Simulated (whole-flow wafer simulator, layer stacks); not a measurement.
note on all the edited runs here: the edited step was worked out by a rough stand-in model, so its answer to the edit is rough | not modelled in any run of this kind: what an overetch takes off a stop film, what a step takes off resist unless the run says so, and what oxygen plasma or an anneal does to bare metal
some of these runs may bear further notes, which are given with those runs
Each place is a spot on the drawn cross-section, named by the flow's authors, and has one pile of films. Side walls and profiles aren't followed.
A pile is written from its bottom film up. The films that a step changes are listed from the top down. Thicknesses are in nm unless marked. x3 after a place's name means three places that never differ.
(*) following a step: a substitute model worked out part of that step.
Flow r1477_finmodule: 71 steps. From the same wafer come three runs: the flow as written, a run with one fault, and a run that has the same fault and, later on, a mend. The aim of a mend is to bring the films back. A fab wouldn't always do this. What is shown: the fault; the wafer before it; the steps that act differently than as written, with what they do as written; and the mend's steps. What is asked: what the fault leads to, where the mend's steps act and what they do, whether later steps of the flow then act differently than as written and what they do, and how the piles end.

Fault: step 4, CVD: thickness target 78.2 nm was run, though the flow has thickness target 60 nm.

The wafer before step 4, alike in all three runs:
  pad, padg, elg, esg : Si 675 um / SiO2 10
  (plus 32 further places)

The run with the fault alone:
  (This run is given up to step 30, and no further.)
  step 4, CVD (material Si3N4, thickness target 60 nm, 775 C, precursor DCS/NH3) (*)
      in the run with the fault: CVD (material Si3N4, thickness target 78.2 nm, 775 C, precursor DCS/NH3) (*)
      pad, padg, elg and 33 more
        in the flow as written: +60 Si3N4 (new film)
        in the run with the fault: +78.2 Si3N4 (new film)
  None of the later steps of the flow up to step 30 acts differently than as written at any place that is followed.
  Once step 30 is done, the piles at pad, padg, elg and 33 more depart from the flow's by more than 2% or 0.5 nm, whichever is larger.
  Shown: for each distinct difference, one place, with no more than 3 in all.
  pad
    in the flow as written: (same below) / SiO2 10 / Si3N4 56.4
    in the run with the fault: (same below) / SiO2 10 / Si3N4 74.6
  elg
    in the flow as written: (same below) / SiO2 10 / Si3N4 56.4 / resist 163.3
    in the run with the fault: (same below) / SiO2 10 / Si3N4 74.6 / resist 163.3
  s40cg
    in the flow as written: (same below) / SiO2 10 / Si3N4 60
    in the run with the fault: (same below) / SiO2 10 / Si3N4 78.2

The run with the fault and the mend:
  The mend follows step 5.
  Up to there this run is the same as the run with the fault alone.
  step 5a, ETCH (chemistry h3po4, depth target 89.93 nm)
      pad, padg, elg and 33 more
        -78.2 Si3N4 (all of it)
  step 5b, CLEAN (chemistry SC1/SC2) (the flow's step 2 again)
      alters no film at any place that is followed
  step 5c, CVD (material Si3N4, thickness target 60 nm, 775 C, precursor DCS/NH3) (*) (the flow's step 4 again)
      pad, padg, elg and 33 more
        +60 Si3N4 (new film)
  None of the later steps of the flow acts differently than as written at any place that is followed.
  At every place that both follow, the piles at the end match the flow's.
